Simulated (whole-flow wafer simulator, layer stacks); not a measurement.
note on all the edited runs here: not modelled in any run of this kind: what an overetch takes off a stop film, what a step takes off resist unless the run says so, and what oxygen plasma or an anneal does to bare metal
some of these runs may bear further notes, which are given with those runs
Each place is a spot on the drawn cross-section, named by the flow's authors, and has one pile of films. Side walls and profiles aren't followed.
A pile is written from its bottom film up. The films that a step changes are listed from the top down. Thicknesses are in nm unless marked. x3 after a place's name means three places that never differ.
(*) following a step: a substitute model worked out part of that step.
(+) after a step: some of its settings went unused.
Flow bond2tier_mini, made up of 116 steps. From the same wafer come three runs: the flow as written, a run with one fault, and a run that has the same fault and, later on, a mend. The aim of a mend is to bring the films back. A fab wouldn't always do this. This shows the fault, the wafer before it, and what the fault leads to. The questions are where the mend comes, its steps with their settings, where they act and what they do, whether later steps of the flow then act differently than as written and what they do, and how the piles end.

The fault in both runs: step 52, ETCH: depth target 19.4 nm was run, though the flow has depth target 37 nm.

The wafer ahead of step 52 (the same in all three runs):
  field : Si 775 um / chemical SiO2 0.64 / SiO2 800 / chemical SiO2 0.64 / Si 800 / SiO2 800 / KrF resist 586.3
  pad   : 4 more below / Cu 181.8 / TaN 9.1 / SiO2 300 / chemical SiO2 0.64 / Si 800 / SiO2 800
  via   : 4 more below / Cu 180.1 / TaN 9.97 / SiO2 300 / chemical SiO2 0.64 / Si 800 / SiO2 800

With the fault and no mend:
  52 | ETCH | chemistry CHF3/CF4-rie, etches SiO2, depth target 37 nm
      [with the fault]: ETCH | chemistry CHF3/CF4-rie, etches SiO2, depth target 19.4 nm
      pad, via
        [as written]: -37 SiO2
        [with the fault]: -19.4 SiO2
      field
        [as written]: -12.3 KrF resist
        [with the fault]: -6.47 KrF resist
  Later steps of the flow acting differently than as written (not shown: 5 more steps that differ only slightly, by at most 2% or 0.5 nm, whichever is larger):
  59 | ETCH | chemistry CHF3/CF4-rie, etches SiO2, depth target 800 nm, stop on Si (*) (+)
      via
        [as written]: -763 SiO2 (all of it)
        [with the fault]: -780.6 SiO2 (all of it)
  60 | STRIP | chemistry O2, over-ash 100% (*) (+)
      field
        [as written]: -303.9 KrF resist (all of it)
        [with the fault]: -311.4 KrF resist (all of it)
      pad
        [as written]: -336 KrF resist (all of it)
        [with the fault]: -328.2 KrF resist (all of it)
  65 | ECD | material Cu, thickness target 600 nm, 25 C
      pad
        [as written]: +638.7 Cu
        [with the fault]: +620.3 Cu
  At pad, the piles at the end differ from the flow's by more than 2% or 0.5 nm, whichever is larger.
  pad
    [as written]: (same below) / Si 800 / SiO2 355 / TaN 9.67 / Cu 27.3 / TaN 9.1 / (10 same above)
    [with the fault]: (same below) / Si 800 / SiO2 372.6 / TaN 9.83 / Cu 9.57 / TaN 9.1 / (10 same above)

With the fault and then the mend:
  The mend stands after step 53.
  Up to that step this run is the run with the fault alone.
  53a | COAT | KrF resist, thickness 600 nm (*) (the flow's step 47 again)
      field
        +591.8 KrF resist (new film)
      pad
        +608.6 KrF resist (new film)
      via
        +607.5 KrF resist (new film)
  53b | SOFTBAKE | KrF resist (the flow's step 48 again)
      alters no film at any place that is followed
  53c | EXPOSE | photomask T2TRIM, NA 0.6 (the flow's step 49 again)
      alters no film at any place that is followed
  53d | PEB | KrF resist (the flow's step 50 again)
      alters no film at any place that is followed
  53e | DEVELOP | developer TMAH-0.26N, 60 s (the flow's step 51 again)
      field
        -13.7 KrF resist
      pad
        -608.6 KrF resist (all of it)
      via
        -607.5 KrF resist (all of it)
  53f | ETCH | chemistry CHF3/CF4-rie, etches SiO2, depth target 17.6 nm (the flow's step 52 again, with other settings)
      pad, via
        -17.6 SiO2
      field
        -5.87 KrF resist
  53g | STRIP | chemistry O2, over-ash 100% (+) (the flow's step 53 again)
      field
        -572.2 KrF resist (all of it)
  Every later step of the flow that is run acts as written at every place that is followed.
  By the end, the piles equal the flow's at every place that both follow.
